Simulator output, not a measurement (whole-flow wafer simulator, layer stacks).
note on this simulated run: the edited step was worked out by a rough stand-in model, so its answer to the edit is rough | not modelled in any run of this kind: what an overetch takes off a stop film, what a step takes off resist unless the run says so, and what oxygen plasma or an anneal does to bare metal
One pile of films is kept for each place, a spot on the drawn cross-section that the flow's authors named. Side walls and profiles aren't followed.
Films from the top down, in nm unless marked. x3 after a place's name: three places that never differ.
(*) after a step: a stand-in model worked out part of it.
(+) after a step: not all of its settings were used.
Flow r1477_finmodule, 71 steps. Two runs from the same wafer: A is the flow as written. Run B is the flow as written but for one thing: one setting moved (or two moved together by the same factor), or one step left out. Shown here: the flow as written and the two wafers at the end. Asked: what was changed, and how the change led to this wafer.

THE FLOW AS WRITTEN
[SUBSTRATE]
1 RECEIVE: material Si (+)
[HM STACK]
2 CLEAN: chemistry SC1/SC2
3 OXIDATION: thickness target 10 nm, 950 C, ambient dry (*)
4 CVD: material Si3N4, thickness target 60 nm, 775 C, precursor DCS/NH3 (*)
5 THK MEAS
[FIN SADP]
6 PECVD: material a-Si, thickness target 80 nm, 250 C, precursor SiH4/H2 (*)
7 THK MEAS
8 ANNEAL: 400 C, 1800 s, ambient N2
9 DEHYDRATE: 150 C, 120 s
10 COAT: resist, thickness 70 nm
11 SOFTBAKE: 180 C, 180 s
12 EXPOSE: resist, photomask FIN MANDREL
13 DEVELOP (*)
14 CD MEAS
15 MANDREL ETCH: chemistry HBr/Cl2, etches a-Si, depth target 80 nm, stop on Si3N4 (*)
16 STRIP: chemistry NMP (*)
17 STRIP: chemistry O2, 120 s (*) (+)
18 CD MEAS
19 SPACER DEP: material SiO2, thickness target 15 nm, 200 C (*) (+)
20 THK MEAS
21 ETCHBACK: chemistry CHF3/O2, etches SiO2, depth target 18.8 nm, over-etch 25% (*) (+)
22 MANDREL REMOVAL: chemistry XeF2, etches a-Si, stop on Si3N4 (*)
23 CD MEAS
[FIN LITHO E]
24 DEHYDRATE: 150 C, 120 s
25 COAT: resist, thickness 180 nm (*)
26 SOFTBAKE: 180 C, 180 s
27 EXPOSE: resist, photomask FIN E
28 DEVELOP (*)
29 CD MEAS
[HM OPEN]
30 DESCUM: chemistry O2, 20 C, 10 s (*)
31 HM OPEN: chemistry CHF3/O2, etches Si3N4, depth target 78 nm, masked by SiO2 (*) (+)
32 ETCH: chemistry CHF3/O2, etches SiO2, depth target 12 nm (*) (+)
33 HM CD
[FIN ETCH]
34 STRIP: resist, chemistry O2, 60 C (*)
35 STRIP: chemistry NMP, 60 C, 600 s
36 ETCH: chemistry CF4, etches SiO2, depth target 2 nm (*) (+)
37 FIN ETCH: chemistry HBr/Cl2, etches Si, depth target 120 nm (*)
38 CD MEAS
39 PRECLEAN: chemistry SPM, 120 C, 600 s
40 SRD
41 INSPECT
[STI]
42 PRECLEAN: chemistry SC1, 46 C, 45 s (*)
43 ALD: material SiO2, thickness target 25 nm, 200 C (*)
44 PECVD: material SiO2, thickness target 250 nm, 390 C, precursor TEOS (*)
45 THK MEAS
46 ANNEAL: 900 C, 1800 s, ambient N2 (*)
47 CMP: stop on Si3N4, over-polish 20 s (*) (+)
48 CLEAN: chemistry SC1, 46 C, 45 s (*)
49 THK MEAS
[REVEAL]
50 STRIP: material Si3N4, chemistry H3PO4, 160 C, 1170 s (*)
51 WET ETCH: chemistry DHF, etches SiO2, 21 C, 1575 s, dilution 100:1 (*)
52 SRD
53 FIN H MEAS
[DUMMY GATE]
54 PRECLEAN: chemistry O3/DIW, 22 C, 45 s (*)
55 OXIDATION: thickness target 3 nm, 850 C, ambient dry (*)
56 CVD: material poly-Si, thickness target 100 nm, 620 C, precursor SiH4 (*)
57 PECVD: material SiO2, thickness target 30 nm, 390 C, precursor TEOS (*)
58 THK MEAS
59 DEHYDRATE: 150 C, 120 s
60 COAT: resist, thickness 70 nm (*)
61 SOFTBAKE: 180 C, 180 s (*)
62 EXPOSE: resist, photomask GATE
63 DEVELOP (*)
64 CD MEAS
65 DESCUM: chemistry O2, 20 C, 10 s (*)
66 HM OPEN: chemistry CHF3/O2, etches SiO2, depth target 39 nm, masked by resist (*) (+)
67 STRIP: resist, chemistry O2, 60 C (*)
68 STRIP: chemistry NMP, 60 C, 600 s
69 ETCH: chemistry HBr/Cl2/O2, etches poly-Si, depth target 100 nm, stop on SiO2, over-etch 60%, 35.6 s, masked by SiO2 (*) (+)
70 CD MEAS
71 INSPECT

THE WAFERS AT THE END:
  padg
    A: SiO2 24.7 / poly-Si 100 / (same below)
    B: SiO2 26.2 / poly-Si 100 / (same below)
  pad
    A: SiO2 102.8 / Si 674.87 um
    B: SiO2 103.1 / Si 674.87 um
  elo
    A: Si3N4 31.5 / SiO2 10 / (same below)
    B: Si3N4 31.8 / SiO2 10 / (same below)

The cause: step 69, ETCH: depth target 72.5 nm was run, where the flow has depth target 100 nm.

How the change led to this, step by step:
  69 ETCH: chemistry HBr/Cl2/O2, etches poly-Si, depth target 100 nm, stop on SiO2, over-etch 60%, 35.6 s, masked by SiO2 (*) (+)
      padg, elg, esg and 15 more: A SiO2 -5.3 | B SiO2 -3.84
